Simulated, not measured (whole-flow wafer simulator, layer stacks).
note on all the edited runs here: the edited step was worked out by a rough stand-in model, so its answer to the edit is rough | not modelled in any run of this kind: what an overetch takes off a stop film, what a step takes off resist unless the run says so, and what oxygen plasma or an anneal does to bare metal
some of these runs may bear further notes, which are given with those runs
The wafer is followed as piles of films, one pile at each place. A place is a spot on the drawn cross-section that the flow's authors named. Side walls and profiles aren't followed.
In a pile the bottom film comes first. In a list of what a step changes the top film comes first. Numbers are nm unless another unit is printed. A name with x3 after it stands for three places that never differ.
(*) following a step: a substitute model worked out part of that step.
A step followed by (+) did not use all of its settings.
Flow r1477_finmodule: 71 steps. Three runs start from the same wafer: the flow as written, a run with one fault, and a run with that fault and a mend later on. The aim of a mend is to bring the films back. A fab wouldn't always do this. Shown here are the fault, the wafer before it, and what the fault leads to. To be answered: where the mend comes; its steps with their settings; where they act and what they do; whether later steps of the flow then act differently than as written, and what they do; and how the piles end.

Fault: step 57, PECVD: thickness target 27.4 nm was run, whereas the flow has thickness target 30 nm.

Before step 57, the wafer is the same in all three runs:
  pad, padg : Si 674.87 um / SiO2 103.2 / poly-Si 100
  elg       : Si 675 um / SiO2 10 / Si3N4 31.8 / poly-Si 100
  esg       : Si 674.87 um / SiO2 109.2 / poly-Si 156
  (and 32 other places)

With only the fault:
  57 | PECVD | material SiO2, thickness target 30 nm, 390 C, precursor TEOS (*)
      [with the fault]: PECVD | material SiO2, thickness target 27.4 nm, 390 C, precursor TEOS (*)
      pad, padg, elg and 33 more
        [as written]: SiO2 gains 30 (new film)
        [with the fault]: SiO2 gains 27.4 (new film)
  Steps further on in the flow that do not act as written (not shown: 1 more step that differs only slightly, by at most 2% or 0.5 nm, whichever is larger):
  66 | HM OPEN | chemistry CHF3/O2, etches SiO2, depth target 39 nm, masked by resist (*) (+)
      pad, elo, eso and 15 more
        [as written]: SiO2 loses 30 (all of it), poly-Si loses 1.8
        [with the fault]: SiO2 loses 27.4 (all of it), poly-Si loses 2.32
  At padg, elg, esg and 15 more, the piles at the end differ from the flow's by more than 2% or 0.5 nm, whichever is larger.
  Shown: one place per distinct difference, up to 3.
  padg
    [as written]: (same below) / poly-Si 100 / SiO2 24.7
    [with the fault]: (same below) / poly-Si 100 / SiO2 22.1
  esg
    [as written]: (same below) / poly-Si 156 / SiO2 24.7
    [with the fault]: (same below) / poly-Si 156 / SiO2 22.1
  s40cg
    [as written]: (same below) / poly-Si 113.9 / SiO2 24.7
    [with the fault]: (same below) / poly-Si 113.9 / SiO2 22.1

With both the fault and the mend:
  The mend follows step 64.
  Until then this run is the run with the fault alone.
  64a | STRIP | resist, chemistry O2, 60 C
      padg, elg, esg
        resist loses 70 (all of it)
      e40lg, e100lg, e200lg
        resist loses 66.9 (all of it)
      s40sg, s45sg
        resist loses 91 (all of it)
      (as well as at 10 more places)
  64b | PECVD | material SiO2, thickness target 2.6 nm, 390 C, precursor TEOS (*) (the flow's step 57 again, with other settings)
      pad, padg, elg and 33 more
        SiO2 gains 2.6
  64c | DEHYDRATE | 150 C, 120 s (the flow's step 59 again)
      alters no film at any place that is followed
  64d | COAT | resist, thickness 70 nm (*) (the flow's step 60 again)
      e40lg, e100lg, e200lg, elo, e40lo, e100lo, e200lo
        resist gains 66.9 (new film)
      pad, padg, elg, esg
        resist gains 70 (new film)
      s40sg, s45sg, s40so, s45so
        resist gains 91 (new film)
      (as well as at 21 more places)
  64e | SOFTBAKE | 180 C, 180 s (*) (the flow's step 61 again)
      alters no film at any place that is followed
  64f | EXPOSE | resist, photomask GATE (the flow's step 62 again)
      alters no film at any place that is followed
  64g | DEVELOP (*) (the flow's step 63 again)
      elo, e40lo, e100lo, e200lo
        resist loses 66.9 (all of it)
      eso, e40so
        resist loses 129.5 (all of it)
      s40so, s45so
        resist loses 91 (all of it)
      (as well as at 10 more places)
  Later steps of the flow that are run all act as written at every place that is followed, up to a difference of at most 2% or 0.5 nm, whichever is larger.
  At every place that both follow, the piles at the end match the flow's.
